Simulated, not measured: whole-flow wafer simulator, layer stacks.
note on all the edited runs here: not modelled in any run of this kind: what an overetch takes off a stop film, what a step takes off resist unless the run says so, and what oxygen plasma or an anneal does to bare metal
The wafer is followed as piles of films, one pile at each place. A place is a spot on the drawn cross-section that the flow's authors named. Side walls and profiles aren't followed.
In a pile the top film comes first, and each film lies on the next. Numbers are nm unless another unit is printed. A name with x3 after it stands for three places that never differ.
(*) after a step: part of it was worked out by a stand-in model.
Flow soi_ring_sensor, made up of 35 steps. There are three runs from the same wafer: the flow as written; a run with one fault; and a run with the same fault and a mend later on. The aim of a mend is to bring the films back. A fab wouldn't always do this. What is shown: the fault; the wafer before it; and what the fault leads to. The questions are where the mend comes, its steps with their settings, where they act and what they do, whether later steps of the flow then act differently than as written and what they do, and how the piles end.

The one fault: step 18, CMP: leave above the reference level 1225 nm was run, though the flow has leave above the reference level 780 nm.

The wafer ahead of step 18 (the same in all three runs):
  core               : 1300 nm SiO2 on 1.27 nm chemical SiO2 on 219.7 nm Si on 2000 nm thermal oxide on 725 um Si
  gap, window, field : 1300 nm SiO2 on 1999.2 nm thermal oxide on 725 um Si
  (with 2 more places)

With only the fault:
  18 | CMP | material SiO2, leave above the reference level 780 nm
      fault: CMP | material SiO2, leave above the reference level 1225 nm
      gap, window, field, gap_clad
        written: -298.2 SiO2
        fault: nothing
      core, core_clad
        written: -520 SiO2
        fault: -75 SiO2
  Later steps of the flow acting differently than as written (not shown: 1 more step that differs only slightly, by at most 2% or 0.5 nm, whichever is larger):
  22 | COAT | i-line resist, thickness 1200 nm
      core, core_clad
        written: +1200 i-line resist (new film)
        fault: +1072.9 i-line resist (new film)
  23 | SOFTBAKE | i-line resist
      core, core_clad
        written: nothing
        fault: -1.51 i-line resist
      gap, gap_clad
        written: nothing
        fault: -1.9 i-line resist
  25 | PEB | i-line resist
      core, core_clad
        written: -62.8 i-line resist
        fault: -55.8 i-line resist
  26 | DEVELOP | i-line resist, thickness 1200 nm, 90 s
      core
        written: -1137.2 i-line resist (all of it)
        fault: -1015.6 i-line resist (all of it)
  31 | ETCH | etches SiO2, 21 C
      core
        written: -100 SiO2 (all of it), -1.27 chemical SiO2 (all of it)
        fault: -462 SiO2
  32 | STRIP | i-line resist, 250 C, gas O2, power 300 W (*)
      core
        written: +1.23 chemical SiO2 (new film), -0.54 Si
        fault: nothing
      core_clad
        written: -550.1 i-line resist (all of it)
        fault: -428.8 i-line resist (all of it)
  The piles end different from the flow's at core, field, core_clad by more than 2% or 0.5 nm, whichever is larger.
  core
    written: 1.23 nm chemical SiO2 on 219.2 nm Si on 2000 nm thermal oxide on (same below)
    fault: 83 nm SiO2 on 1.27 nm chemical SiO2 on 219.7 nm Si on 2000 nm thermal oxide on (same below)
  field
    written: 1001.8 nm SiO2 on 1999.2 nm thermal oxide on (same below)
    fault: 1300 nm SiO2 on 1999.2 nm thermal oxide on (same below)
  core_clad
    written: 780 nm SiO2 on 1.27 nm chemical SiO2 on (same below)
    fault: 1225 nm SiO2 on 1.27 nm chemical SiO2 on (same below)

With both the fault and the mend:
  The mend stands after step 27.
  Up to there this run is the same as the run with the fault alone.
  27a | STRIP | i-line resist, 250 C, gas O2, power 300 W (*)
      field
        -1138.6 i-line resist (all of it)
      core_clad
        -1015.5 i-line resist (all of it)
      gap_clad
        -1155.3 i-line resist (all of it)
  27b | CMP | material SiO2, leave above the reference level 780 nm (a further turn of the flow's step 18)
      gap, window, field, gap_clad
        -298.2 SiO2
      core, core_clad
        -445 SiO2
  27c | HMDS | 120 C, 60 s (a further turn of the flow's step 21)
      alters no film at any place that is followed
  27d | COAT | i-line resist, thickness 1200 nm (a further turn of the flow's step 22)
      core, gap, window, field, core_clad, gap_clad
        +1200 i-line resist (new film)
  27e | SOFTBAKE | i-line resist (a further turn of the flow's step 23)
      alters no film at any place that is followed
  27f | EXPOSE | photomask WINDOW, dose 101 mJ/cm2, NA 0.5, wavelength 365 nm (*) (a further turn of the flow's step 24)
      alters no film at any place that is followed
  27g | PEB | i-line resist (a further turn of the flow's step 25)
      core, gap, window, field, core_clad, gap_clad
        -62.8 i-line resist
  27h | DEVELOP | i-line resist, thickness 1200 nm, 90 s (a further turn of the flow's step 26)
      core, gap, window
        -1137.2 i-line resist (all of it)
      field, core_clad, gap_clad
        -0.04 i-line resist
  Every later step of the flow that is run acts as written at every place that is followed.
  At every place that both follow, the piles at the end match the flow's.
